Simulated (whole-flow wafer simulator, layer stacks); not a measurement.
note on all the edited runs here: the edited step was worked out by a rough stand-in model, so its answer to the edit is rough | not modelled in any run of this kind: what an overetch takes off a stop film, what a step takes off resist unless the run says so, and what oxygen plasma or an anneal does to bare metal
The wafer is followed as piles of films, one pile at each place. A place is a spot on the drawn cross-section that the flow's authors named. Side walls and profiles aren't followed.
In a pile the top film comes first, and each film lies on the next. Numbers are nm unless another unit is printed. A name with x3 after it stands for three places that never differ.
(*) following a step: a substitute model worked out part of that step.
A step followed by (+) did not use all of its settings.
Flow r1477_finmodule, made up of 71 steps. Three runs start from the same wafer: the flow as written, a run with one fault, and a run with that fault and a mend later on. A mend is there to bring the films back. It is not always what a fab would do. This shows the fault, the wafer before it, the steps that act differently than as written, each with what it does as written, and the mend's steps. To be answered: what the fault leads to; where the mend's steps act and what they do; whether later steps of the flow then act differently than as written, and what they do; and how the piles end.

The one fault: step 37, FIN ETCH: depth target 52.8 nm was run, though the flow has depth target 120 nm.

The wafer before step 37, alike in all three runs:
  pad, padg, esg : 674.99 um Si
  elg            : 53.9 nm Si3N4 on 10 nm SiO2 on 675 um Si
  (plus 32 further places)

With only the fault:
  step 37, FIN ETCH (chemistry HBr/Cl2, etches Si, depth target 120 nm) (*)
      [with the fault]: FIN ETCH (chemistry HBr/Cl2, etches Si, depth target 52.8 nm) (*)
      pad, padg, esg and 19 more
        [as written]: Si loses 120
        [with the fault]: Si loses 52.8
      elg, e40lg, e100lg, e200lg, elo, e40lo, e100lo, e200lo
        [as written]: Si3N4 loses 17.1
        [with the fault]: Si3N4 loses 7.54
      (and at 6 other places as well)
  Later steps of the flow acting differently than as written (not shown: 3 more steps that differ only slightly, by at most 2% or 0.5 nm, whichever is larger):
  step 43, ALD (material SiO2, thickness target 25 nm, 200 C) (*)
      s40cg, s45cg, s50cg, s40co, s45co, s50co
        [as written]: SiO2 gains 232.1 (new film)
        [with the fault]: SiO2 gains 170.1 (new film)
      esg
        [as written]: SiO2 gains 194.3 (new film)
        [with the fault]: SiO2 gains 136.7 (new film)
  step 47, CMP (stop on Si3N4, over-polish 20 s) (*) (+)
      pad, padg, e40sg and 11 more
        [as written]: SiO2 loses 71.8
        [with the fault]: SiO2 loses 139
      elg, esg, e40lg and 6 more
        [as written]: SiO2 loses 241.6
        [with the fault]: SiO2 loses 251.2
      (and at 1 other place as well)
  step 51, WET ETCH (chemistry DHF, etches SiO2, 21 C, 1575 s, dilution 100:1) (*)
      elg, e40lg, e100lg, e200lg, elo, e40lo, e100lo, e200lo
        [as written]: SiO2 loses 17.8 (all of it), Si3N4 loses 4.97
        [with the fault]: SiO2 loses 8.25 (all of it), Si3N4 loses 5.75
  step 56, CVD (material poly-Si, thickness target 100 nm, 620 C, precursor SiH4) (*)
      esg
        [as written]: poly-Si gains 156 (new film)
        [with the fault]: poly-Si gains 164.7 (new film)
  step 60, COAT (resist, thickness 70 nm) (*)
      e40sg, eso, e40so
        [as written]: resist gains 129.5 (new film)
        [with the fault]: resist gains 137.7 (new film)
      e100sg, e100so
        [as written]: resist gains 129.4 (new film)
        [with the fault]: resist gains 137.7 (new film)
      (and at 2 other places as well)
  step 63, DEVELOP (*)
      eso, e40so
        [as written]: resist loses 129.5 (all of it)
        [with the fault]: resist loses 137.7 (all of it)
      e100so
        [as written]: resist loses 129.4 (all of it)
        [with the fault]: resist loses 137.7 (all of it)
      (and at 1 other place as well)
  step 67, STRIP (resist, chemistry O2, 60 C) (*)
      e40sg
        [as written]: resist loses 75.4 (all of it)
        [with the fault]: resist loses 83.6 (all of it)
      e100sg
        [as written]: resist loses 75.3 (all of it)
        [with the fault]: resist loses 83.6 (all of it)
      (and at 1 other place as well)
  The piles end different from the flow's at pad, padg, elg and 27 more by more than 2% or 0.5 nm, whichever is larger.
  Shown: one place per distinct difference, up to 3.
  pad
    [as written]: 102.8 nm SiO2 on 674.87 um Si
    [with the fault]: 35.9 nm SiO2 on 674.94 um Si
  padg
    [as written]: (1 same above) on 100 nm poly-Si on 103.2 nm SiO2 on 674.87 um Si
    [with the fault]: (1 same above) on 100 nm poly-Si on 36.3 nm SiO2 on 674.94 um Si
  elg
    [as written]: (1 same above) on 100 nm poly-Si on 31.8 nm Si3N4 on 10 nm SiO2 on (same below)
    [with the fault]: (1 same above) on 100 nm poly-Si on 40.6 nm Si3N4 on 10 nm SiO2 on (same below)

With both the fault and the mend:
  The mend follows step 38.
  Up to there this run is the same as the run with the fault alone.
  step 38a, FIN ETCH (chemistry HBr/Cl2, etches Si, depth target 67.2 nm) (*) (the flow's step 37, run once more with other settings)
      pad, padg, esg and 19 more
        Si loses 67.2
      elg, e40lg, e100lg, e200lg, elo, e40lo, e100lo, e200lo
        Si3N4 loses 9.6
      s40sg_line, s45sg_line, s50sg_line, s40so_line, s45so_line, s50so_line
        SiO2 loses 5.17
  Every later step of the flow that is run acts as written at every place that is followed.
  The piles end the same as the flow's at every place that both follow.
